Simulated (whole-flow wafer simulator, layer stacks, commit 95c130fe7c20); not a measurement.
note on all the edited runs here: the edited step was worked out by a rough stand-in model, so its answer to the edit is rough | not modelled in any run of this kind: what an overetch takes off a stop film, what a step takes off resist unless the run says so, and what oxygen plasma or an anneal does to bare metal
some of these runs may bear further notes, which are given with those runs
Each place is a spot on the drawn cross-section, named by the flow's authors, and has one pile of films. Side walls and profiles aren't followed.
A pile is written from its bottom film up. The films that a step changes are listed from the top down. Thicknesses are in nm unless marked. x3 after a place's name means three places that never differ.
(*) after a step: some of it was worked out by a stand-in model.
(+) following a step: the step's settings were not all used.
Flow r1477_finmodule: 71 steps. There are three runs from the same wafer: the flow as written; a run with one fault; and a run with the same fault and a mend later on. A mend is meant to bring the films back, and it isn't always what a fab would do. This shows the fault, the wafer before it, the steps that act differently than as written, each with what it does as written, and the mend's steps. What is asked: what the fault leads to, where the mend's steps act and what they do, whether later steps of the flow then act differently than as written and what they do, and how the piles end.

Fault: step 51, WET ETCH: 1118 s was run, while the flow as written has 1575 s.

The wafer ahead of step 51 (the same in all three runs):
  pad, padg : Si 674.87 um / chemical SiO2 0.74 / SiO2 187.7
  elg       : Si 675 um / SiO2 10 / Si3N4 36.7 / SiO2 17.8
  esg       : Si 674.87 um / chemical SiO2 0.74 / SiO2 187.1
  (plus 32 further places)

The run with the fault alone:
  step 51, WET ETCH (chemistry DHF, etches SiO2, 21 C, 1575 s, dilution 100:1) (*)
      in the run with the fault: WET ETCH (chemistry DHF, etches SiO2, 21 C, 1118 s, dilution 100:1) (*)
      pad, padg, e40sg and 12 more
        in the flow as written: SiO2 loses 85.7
        in the run with the fault: SiO2 loses 60.8
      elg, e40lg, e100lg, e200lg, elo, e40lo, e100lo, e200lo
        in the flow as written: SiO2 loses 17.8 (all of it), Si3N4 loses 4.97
        in the run with the fault: SiO2 loses 17.8 (all of it), Si3N4 loses 3.11
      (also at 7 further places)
  Steps further on in the flow that do not act as written (1 other step is not shown; it differs only slightly, by no more than 2% or 0.5 nm, whichever is larger):
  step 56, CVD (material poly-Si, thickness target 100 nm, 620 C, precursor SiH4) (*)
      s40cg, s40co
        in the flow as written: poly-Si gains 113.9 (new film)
        in the run with the fault: poly-Si gains 100 (new film)
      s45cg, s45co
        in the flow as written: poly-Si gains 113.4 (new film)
        in the run with the fault: poly-Si gains 100 (new film)
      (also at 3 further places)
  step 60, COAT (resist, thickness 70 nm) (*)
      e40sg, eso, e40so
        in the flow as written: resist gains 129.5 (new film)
        in the run with the fault: resist gains 107.7 (new film)
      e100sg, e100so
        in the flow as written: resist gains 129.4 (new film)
        in the run with the fault: resist gains 107.6 (new film)
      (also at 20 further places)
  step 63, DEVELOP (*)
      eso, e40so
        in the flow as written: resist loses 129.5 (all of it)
        in the run with the fault: resist loses 107.7 (all of it)
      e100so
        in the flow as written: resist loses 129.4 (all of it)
        in the run with the fault: resist loses 107.6 (all of it)
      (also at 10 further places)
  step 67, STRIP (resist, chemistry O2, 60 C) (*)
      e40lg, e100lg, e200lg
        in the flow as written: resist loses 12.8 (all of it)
        in the run with the fault: resist loses 13.9 (all of it)
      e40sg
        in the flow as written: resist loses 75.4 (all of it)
        in the run with the fault: resist loses 53.5 (all of it)
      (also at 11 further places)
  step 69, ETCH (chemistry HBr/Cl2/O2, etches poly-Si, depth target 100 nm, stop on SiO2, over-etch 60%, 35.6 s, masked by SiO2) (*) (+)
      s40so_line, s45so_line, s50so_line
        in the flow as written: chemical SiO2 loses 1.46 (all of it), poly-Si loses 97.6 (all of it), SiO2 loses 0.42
        in the run with the fault: chemical SiO2 loses 1.34 (all of it), poly-Si loses 99.6 (all of it), SiO2 loses 0.32
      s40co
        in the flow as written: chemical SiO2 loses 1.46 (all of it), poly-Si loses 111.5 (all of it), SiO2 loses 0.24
        in the run with the fault: chemical SiO2 loses 1.34 (all of it), poly-Si loses 97.6 (all of it), SiO2 loses 0.42
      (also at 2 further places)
  At pad, padg, elg and 27 more, the piles at the end differ from the flow's by more than 2% or 0.5 nm, whichever is larger.
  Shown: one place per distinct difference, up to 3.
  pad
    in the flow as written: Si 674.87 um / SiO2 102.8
    in the run with the fault: Si 674.87 um / SiO2 127.6
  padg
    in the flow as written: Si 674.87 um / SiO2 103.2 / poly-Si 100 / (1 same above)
    in the run with the fault: Si 674.87 um / SiO2 128.1 / poly-Si 100 / (1 same above)
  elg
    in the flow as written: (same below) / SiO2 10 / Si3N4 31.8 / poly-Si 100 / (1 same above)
    in the run with the fault: (same below) / SiO2 10 / Si3N4 33.6 / poly-Si 100 / (1 same above)

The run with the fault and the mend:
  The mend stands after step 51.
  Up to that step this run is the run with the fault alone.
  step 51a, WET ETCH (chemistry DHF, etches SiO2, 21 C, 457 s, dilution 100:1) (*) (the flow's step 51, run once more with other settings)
      pad, padg, e40sg and 12 more
        SiO2 loses 24.9
      elg, e40lg, e100lg, e200lg, elo, e40lo, e100lo, e200lo
        Si3N4 loses 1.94
      esg, s40cg, s45cg, s50cg, s40co, s45co, s50co
        SiO2 loses 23
  Every later step of the flow that is run acts as written, at every place that is followed, to within 2% or 0.5 nm, whichever is larger.
  At the end the piles are close to the flow's at the places that both follow, differing by at most 2% or 0.5 nm, whichever is larger.
